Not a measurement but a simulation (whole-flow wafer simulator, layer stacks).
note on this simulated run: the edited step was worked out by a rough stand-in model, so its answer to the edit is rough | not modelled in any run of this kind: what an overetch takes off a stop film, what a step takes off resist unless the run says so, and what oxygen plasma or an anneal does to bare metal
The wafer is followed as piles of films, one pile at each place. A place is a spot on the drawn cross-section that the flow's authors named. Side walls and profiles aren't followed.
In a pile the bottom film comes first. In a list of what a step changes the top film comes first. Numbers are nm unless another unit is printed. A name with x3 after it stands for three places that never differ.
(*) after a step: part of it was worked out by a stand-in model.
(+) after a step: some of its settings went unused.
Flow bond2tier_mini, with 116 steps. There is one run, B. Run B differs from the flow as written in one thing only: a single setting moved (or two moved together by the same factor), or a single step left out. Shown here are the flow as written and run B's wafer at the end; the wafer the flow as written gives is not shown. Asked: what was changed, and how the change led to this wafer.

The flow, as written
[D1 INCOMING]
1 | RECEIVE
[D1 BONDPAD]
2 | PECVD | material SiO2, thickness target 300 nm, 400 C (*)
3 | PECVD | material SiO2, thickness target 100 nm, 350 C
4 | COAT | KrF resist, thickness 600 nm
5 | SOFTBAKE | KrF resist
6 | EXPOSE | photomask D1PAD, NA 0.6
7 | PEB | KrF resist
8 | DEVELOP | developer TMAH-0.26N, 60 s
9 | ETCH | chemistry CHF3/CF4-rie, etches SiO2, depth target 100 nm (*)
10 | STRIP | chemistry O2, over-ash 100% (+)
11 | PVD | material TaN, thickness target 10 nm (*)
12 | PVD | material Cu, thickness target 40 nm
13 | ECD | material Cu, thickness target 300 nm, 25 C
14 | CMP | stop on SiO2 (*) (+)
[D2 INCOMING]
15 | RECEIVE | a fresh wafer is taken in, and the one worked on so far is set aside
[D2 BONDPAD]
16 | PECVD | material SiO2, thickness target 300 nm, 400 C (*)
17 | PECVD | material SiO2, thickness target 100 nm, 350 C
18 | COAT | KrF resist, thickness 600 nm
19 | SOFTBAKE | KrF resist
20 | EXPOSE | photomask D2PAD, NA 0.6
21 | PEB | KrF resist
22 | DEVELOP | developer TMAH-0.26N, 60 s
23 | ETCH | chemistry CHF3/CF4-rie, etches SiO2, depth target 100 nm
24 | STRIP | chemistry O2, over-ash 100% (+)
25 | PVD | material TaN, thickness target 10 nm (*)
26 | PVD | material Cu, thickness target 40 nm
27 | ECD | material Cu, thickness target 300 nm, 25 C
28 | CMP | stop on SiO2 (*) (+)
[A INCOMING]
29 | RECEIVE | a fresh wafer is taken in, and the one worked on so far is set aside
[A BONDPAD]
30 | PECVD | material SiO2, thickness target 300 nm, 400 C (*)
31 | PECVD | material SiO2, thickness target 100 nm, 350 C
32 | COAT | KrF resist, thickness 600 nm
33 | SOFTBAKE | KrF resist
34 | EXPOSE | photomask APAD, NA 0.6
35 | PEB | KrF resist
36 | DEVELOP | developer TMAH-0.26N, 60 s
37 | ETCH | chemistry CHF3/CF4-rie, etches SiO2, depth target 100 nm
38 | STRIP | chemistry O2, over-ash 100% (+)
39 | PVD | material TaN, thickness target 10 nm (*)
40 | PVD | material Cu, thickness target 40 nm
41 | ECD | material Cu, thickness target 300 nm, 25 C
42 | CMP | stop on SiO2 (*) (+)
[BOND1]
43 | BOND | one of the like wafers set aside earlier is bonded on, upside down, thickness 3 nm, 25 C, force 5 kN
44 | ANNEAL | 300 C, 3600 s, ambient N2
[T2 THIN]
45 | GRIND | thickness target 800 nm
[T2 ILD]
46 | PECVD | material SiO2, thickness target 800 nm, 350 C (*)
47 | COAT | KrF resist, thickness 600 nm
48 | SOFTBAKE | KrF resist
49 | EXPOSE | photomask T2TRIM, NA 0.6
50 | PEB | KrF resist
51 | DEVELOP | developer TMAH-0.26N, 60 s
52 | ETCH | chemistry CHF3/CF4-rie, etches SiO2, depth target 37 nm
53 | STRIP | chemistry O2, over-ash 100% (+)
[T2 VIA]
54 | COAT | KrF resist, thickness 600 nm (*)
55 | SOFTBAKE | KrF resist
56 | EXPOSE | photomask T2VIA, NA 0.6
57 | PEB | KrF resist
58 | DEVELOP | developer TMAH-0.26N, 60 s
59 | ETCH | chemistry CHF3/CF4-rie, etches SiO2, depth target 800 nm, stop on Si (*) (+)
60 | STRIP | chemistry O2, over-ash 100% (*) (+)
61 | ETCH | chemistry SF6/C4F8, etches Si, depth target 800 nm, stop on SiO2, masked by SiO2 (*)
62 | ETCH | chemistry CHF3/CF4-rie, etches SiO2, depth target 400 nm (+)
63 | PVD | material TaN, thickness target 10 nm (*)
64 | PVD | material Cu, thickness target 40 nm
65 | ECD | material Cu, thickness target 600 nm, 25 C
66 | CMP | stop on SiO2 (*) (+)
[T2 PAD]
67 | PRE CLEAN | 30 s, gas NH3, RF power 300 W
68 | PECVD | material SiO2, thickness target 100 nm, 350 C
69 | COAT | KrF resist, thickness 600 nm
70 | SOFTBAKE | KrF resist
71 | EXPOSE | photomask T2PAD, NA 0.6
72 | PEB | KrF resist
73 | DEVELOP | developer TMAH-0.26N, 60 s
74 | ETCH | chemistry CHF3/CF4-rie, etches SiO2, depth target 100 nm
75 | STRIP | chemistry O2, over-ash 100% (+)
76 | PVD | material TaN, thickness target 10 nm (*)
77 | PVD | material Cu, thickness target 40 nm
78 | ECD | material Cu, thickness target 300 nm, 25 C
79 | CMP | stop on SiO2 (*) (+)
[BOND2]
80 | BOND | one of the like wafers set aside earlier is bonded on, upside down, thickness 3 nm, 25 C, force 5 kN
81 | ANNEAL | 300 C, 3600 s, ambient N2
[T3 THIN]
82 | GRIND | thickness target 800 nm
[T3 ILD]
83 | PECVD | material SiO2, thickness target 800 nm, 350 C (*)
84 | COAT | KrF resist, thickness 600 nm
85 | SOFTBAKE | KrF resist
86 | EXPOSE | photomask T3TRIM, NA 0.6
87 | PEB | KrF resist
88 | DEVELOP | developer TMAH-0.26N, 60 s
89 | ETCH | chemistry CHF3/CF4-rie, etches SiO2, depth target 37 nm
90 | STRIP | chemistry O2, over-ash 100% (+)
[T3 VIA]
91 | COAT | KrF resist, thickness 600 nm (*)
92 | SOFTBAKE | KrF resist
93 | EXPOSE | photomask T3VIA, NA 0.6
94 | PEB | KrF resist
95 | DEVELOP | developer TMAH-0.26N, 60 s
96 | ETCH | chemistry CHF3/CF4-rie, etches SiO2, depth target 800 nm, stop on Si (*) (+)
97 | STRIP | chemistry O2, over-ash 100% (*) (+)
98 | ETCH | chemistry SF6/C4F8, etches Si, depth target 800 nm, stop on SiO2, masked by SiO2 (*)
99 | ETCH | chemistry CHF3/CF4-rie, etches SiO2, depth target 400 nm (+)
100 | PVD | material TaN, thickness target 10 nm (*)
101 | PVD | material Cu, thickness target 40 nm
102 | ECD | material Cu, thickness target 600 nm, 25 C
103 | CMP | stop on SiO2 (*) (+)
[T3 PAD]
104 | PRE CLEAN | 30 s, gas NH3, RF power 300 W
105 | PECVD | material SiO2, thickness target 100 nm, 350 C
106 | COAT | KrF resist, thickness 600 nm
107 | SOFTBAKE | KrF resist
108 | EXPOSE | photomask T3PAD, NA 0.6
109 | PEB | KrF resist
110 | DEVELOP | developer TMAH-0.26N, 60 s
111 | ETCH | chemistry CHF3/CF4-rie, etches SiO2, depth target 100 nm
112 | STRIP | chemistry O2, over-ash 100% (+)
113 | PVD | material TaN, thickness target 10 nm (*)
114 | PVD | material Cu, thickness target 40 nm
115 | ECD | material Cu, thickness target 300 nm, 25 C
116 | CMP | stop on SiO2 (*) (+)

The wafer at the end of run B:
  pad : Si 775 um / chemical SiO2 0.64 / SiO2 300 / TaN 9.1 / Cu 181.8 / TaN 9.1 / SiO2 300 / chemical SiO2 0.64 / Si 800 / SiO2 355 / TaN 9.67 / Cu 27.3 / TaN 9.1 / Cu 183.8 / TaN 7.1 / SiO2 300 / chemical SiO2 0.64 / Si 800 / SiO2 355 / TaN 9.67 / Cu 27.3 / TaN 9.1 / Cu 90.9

The reason: step 25, PVD: thickness target 7.8 nm was run, though the flow has thickness target 10 nm.

The path from the change to this, step by step:
  25 | PVD | material TaN, thickness target 10 nm (*)
      field: +7.8 TaN (new film) (as written it would have been: +10 TaN (new film))
      pad: +7.1 TaN (new film) (as written it would have been: +9.1 TaN (new film))
      (also at 1 further place)
  28 | CMP | stop on SiO2 (*) (+)
      field: -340 Cu (all of it), -7.8 TaN (all of it) (as written it would have been: -340 Cu (all of it), -10 TaN (all of it))
  80 | BOND | one of the like wafers set aside earlier is bonded on, upside down, thickness 3 nm, 25 C, force 5 kN
      pad: +775 um Si (new film), +0.64 chemical SiO2 (new film), +300 SiO2 (new film), +7.1 TaN (new film), +92.9 Cu (as written it would have been: +775 um Si (new film), +0.64 chemical SiO2 (new film), +300 SiO2 (new film), +9.1 TaN (new film), +90.9 Cu)
